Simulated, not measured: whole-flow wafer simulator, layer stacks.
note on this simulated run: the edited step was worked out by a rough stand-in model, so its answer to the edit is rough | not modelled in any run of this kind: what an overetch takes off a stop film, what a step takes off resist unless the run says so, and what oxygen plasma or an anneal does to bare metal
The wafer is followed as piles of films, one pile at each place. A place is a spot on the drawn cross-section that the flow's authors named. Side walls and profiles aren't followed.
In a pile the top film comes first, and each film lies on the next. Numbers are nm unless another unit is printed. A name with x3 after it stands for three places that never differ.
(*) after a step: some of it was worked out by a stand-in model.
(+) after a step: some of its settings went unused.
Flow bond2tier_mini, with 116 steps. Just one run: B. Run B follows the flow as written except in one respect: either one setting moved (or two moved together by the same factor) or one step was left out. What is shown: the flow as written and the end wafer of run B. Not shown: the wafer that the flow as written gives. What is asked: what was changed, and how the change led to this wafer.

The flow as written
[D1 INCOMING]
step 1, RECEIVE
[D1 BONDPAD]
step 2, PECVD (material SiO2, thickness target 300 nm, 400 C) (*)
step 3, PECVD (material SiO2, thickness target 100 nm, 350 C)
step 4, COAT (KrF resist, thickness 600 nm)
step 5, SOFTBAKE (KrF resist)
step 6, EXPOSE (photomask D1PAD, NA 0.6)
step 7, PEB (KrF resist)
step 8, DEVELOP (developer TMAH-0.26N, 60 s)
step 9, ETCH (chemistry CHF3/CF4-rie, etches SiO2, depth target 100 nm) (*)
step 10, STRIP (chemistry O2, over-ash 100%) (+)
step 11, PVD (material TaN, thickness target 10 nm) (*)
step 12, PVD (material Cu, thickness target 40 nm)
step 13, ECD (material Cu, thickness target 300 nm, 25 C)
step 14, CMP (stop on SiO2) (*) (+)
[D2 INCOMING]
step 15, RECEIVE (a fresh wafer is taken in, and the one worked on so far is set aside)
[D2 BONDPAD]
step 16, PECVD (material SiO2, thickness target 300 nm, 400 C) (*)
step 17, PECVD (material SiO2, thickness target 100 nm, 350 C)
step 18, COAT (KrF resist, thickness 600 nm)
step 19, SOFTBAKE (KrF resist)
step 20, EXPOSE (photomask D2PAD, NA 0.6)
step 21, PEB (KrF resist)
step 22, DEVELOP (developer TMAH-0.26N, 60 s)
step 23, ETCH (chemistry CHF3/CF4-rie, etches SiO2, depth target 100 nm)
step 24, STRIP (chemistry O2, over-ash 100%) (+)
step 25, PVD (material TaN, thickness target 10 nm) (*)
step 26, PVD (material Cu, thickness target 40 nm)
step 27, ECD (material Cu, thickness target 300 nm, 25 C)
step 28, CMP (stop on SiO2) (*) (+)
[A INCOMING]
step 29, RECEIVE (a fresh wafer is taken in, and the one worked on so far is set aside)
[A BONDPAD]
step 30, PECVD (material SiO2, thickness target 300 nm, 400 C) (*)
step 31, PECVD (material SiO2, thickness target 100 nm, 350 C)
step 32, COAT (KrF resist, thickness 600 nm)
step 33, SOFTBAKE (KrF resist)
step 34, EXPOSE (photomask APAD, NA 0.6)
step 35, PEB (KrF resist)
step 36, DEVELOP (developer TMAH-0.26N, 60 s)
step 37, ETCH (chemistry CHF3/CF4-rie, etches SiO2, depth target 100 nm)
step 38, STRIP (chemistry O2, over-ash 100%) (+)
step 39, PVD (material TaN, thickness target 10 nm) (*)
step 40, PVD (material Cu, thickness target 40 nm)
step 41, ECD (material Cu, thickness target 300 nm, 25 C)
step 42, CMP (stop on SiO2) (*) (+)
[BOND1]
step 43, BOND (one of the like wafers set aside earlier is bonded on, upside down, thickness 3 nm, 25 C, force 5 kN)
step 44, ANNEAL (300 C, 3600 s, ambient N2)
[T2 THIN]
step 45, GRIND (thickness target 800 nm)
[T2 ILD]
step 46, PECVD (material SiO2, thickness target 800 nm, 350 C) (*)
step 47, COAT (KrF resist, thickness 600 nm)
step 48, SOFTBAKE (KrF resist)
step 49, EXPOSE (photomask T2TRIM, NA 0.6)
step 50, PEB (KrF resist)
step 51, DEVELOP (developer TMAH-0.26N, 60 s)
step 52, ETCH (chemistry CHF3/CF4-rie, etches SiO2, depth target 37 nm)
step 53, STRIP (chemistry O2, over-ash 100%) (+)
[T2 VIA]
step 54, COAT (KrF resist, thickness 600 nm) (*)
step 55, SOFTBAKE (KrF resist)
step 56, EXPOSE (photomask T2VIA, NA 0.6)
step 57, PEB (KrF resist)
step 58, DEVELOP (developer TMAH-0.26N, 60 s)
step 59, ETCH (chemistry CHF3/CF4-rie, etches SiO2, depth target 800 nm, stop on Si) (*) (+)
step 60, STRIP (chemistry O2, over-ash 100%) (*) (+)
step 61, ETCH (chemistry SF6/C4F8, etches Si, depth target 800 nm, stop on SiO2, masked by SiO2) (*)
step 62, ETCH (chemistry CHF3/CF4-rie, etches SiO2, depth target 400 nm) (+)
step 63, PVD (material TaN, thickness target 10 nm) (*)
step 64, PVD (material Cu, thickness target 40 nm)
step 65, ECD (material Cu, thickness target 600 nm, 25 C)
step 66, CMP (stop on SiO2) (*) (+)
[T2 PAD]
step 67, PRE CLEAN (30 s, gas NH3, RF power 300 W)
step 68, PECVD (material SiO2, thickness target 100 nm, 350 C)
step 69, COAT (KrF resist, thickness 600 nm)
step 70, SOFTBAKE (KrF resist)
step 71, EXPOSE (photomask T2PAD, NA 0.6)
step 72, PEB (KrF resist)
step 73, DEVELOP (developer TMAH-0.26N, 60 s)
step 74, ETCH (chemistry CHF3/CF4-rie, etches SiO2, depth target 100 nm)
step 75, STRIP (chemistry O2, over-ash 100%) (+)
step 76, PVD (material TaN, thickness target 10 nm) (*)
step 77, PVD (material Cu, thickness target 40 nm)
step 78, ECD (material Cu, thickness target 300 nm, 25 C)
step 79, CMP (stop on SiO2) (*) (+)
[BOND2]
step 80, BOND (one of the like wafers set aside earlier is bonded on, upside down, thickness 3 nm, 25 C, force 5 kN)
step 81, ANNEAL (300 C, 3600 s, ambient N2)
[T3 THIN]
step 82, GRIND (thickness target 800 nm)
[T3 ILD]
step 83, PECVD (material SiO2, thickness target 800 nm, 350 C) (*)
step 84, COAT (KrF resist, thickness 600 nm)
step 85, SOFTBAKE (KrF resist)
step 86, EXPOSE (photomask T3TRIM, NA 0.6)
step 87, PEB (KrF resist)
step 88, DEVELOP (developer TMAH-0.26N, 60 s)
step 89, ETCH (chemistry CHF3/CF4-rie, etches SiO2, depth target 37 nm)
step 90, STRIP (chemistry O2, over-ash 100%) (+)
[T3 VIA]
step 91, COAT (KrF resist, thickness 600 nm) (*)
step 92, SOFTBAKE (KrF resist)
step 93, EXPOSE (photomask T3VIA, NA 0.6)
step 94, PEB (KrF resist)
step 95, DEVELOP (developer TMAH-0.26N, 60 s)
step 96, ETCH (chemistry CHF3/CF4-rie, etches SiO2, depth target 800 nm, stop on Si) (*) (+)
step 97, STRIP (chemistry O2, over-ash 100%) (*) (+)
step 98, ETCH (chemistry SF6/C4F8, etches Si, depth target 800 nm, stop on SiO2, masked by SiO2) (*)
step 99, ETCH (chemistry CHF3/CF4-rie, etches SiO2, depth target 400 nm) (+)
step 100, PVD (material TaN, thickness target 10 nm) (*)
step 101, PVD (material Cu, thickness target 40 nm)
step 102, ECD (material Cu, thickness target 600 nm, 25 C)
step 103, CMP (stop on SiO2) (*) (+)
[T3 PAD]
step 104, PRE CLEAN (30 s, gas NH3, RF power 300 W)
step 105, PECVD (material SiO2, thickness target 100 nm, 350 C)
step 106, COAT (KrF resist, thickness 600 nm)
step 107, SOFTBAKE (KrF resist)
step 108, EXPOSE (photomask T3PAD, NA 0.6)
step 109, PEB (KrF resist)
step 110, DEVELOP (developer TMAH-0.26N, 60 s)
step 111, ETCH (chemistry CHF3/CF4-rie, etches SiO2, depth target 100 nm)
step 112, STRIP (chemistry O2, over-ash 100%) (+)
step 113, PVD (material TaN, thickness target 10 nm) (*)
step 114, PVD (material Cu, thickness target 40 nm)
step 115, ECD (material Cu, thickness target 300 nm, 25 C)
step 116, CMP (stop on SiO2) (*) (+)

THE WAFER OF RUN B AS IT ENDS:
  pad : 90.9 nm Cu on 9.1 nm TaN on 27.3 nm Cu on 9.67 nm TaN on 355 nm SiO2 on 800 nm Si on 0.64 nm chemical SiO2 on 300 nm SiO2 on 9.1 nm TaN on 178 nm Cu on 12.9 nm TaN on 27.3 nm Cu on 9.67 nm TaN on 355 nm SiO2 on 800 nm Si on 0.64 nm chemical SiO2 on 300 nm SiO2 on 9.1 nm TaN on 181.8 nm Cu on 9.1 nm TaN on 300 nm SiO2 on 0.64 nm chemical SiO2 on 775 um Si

The reason: step 76, PVD: thickness target 14.2 nm was run, whereas the flow has thickness target 10 nm.

How this came from the change, step by step:
  step 76, PVD (material TaN, thickness target 10 nm) (*)
      field: +14.2 TaN (new film) (it would be, as written: +10 TaN (new film))
      pad: +12.9 TaN (new film) (it would be, as written: +9.1 TaN (new film))
  step 79, CMP (stop on SiO2) (*) (+)
      field: -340 Cu (all of it), -14.2 TaN (all of it) (it would be, as written: -340 Cu (all of it), -10 TaN (all of it))
